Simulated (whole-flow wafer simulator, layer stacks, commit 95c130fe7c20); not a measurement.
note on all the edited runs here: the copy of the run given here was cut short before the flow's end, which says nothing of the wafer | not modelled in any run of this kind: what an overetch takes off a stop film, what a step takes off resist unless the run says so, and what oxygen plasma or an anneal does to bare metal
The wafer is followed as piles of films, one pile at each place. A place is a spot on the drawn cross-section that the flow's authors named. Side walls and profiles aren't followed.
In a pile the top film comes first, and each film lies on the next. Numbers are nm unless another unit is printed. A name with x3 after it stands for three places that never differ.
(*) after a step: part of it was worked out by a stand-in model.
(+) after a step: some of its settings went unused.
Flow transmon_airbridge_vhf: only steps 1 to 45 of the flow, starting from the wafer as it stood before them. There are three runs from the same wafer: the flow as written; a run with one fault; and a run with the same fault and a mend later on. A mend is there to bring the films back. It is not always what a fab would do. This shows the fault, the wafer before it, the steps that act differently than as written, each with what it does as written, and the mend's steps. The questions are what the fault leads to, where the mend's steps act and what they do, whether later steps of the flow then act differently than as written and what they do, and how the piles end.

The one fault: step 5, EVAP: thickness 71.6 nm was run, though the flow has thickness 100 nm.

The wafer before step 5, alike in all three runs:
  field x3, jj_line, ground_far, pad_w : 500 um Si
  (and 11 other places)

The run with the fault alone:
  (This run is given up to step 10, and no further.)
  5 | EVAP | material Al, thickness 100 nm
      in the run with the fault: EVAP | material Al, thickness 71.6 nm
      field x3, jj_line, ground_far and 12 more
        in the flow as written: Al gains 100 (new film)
        in the run with the fault: Al gains 71.6 (new film)
  Later steps of the flow up to step 10 that are run all act as written at every place that is followed.
  After step 10, at field x3, jj_line, ground_far and 12 more, the piles differ from the flow's by more than 2% or 0.5 nm, whichever is larger.
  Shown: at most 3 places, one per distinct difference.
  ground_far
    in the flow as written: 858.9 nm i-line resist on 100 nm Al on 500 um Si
    in the run with the fault: 858.9 nm i-line resist on 71.6 nm Al on 500 um Si
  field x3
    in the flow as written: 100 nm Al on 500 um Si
    in the run with the fault: 71.6 nm Al on 500 um Si

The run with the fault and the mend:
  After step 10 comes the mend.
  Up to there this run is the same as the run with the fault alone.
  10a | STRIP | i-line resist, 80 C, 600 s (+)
      ground_far, pad_w, flank_w and 8 more
        i-line resist loses 858.9 (all of it)
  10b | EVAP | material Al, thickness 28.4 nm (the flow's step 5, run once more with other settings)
      field x3, jj_line, ground_far and 12 more
        Al gains 28.4
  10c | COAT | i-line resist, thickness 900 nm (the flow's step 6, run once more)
      field x3, jj_line, ground_far and 12 more
        i-line resist gains 900 (new film)
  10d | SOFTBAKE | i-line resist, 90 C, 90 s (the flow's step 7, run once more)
      leaves every film unchanged at each place that is followed
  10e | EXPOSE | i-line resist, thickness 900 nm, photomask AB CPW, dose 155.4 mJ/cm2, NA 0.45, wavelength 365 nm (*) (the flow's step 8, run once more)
      leaves every film unchanged at each place that is followed
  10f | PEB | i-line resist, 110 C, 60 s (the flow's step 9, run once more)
      field x3, jj_line, ground_far and 12 more
        i-line resist loses 41
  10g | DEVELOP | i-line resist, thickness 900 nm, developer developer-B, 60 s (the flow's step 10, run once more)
      ground_far, pad_w, flank_w and 8 more
        i-line resist loses 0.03
      field x3, jj_line, gap_w, gap_e
        i-line resist loses 859 (all of it)
  Later steps of the flow that are run all act as written at every place that is followed.
  By the end, the piles equal the flow's at every place that both follow.
